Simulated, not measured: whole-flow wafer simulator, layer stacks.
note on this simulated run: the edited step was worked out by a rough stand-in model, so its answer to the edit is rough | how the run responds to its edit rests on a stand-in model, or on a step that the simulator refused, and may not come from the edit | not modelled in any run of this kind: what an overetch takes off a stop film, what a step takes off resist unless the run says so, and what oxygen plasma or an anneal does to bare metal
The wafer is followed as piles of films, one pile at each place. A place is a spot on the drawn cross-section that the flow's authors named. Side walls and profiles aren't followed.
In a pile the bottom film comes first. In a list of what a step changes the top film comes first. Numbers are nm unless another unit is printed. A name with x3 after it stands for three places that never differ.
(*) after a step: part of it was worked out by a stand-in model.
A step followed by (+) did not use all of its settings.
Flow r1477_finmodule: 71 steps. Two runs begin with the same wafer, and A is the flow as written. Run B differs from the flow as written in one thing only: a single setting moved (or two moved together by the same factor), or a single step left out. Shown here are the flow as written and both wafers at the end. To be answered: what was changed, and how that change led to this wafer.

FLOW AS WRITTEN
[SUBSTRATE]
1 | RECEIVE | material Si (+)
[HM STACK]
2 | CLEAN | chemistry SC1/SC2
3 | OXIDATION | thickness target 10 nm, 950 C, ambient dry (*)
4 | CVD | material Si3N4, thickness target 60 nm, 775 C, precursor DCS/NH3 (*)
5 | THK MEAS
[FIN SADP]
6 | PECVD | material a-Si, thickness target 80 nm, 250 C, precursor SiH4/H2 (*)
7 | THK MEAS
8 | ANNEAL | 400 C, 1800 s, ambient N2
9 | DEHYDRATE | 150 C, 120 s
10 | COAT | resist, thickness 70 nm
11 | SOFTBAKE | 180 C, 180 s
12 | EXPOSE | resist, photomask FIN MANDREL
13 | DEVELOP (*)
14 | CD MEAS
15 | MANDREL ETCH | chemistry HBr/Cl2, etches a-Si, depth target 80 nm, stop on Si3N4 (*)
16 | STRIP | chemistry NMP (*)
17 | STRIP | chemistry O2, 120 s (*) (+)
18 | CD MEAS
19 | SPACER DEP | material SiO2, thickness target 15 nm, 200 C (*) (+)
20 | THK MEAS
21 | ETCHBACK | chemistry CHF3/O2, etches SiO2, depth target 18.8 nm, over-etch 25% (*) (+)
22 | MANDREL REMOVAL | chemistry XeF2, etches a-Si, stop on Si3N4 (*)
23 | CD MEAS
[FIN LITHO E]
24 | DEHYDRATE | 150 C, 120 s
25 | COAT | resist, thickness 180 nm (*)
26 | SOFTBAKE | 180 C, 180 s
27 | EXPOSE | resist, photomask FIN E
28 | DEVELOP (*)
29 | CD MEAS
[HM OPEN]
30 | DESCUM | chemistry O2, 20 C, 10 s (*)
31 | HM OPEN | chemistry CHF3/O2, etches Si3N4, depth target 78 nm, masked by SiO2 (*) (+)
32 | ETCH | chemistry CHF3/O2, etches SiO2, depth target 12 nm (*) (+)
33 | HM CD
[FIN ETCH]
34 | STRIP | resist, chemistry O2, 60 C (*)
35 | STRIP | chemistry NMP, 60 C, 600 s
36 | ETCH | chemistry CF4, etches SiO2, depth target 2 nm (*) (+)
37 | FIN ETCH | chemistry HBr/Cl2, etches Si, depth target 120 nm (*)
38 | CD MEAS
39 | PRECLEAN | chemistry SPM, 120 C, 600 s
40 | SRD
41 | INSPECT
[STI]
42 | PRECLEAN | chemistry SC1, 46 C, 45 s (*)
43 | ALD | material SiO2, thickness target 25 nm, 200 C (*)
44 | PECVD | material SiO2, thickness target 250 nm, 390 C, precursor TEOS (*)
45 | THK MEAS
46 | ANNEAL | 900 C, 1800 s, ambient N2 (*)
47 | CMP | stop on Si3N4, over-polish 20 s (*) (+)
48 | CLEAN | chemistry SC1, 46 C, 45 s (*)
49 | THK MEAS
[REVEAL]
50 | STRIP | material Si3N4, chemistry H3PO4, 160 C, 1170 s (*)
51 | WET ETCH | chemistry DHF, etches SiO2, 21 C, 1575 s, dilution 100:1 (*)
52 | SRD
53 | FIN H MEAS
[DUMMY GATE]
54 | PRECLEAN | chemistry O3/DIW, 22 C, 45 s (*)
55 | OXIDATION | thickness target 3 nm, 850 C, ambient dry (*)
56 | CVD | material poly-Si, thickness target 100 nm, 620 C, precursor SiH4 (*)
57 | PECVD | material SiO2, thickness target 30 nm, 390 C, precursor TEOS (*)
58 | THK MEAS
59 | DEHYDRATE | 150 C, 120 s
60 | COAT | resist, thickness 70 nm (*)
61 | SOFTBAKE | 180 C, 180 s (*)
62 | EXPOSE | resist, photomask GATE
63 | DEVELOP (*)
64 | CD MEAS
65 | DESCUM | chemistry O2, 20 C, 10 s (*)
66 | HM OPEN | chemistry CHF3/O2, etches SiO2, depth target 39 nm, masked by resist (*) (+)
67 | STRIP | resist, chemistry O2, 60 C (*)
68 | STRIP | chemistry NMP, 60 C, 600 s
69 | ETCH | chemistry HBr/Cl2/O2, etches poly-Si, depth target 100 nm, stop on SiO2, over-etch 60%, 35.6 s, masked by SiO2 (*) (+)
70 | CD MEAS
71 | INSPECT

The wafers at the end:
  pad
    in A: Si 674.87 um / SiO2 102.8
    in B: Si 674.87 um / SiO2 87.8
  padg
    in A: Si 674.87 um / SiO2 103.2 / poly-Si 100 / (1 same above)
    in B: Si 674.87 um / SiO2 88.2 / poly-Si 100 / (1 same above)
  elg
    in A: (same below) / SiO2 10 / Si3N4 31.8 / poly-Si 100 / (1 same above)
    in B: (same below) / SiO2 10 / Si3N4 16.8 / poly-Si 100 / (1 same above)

The reason: step 4, CVD: thickness target 45 nm was run, whereas the flow has thickness target 60 nm.

How this came from the change, step by step:
  4 | CVD | material Si3N4, thickness target 60 nm, 775 C, precursor DCS/NH3 (*)
      pad, padg, elg and 33 more: A Si3N4 gains 60 (new film) | B Si3N4 gains 45 (new film)
  31 | HM OPEN | chemistry CHF3/O2, etches Si3N4, depth target 78 nm, masked by SiO2 (*) (+)
      pad, padg, esg and 13 more: A Si3N4 loses 56.4 (all of it), SiO2 loses 10 (all of it) | B Si3N4 loses 41.4 (all of it), SiO2 loses 10 (all of it)
      elg, e40lg, e100lg, e200lg, elo, e40lo, e100lo, e200lo: A resist loses 78 | B resist loses 62.1
      (also at 12 further places)
  34 | STRIP | resist, chemistry O2, 60 C (*)
      elg, e40lg, e100lg, e200lg, elo, e40lo, e100lo, e200lo: A resist loses 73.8 (all of it) | B resist loses 89.7 (all of it)
  43 | ALD | material SiO2, thickness target 25 nm, 200 C (*)
      s40cg, s45cg, s50cg, s40co, s45co, s50co: A SiO2 gains 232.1 (new film) | B SiO2 gains 224.9 (new film)
      esg: A SiO2 gains 194.3 (new film) | B SiO2 gains 179.2 (new film)
  47 | CMP | stop on Si3N4, over-polish 20 s (*) (+)
      pad, padg, e40sg and 11 more: A SiO2 loses 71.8 | B SiO2 loses 86.8
      s40cg, s45cg, s50cg, s40co, s45co, s50co: A SiO2 loses 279 | B SiO2 loses 287
      (also at 7 further places)
  50 | STRIP | material Si3N4, chemistry H3PO4, 160 C, 1170 s (*)
      s40sg_line, s45sg_line, s50sg_line, s40so_line, s45so_line, s50so_line: A Si3N4 loses 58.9 (all of it), SiO2 loses 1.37 | B Si3N4 loses 43.9 (all of it), SiO2 loses 1.84
  56 | CVD | material poly-Si, thickness target 100 nm, 620 C, precursor SiH4 (*)
      s40cg, s40co: A poly-Si gains 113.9 (new film) | B poly-Si gains 130.9 (new film)
      s45cg, s45co: A poly-Si gains 113.4 (new film) | B poly-Si gains 130.9 (new film)
      (also at 2 further places)
  60 | COAT | resist, thickness 70 nm (*)
      s40cg, s40co: A resist gains 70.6 (new film) | B resist gains 68.5 (new film)
      s40sg, s40so: A resist gains 91 (new film) | B resist gains 105.9 (new film)
      (also at 8 further places)
  63 | DEVELOP (*)
      s40co: A resist loses 70.6 (all of it) | B resist loses 68.5 (all of it)
      s40so: A resist loses 91 (all of it) | B resist loses 105.9 (all of it)
      (also at 4 further places)
  67 | STRIP | resist, chemistry O2, 60 C (*)
      s40cg: A resist loses 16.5 (all of it) | B resist loses 14.4 (all of it)
      s40sg: A resist loses 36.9 (all of it) | B resist loses 51.8 (all of it)
      (also at 4 further places)
  69 | ETCH | chemistry HBr/Cl2/O2, etches poly-Si, depth target 100 nm, stop on SiO2, over-etch 60%, 35.6 s, masked by SiO2 (*) (+)
      s40co: A chemical SiO2 loses 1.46 (all of it), poly-Si loses 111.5 (all of it), SiO2 loses 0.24 | B chemical SiO2 loses 1.46 (all of it), poly-Si loses 128.5 (all of it), SiO2 loses 0.16
      s45co: A chemical SiO2 loses 1.46 (all of it), poly-Si loses 110.9 (all of it), SiO2 loses 0.25 | B chemical SiO2 loses 1.46 (all of it), poly-Si loses 128.5 (all of it), SiO2 loses 0.16
      (also at 1 further place)
